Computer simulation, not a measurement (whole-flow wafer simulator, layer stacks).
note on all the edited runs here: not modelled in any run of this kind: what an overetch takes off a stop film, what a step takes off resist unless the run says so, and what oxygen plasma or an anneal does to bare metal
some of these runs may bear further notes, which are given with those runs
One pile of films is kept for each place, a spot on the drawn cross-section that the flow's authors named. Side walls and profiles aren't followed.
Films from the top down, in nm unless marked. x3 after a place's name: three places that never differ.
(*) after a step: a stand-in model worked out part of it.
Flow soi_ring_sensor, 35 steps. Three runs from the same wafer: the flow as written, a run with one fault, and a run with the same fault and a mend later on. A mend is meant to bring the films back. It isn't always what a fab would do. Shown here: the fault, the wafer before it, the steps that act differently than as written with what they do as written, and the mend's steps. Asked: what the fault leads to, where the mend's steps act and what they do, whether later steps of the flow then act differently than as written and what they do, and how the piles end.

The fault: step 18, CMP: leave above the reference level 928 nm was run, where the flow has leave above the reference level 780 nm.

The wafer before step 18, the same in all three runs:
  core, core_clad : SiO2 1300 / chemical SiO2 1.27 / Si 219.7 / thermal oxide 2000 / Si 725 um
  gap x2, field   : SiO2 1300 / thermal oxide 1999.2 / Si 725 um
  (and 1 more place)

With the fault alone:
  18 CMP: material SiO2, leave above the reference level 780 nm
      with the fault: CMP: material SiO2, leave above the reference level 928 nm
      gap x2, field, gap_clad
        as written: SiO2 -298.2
        with the fault: SiO2 -150.2
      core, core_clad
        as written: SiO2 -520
        with the fault: SiO2 -372
  Later steps of the flow that act differently than as written:
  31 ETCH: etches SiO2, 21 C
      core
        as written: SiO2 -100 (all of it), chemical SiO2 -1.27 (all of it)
        with the fault: SiO2 -248 (all of it), chemical SiO2 -1.27 (all of it)
  At the end the piles differ from the flow's by more than 2% or 0.5 nm, whichever is larger, at field, core_clad.
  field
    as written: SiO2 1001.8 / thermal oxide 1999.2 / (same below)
    with the fault: SiO2 1149.8 / thermal oxide 1999.2 / (same below)
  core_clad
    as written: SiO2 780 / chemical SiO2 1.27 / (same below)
    with the fault: SiO2 928 / chemical SiO2 1.27 / (same below)

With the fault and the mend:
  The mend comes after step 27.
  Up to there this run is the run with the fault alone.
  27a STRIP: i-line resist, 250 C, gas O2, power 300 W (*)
      field, core_clad, gap_clad
        i-line resist -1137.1 (all of it)
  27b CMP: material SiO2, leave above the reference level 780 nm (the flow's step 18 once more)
      core, gap x2, field, core_clad, gap_clad
        SiO2 -148
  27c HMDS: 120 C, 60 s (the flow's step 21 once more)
      changes no film at any place that is followed
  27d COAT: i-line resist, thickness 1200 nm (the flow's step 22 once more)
      core, gap x2, field, core_clad, gap_clad
        i-line resist +1200 (new film)
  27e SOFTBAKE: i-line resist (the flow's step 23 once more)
      changes no film at any place that is followed
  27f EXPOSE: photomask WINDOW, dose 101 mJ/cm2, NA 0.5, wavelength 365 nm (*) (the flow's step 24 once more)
      changes no film at any place that is followed
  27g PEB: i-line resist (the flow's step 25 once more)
      core, gap x2, field, core_clad, gap_clad
        i-line resist -62.8
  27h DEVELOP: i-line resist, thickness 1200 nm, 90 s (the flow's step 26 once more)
      core, gap x2
        i-line resist -1137.2 (all of it)
      field, core_clad, gap_clad
        i-line resist -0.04
  No later step of the flow acts differently than as written at any place that is followed.
  At the end the piles are the same as the flow's at every place that both follow.
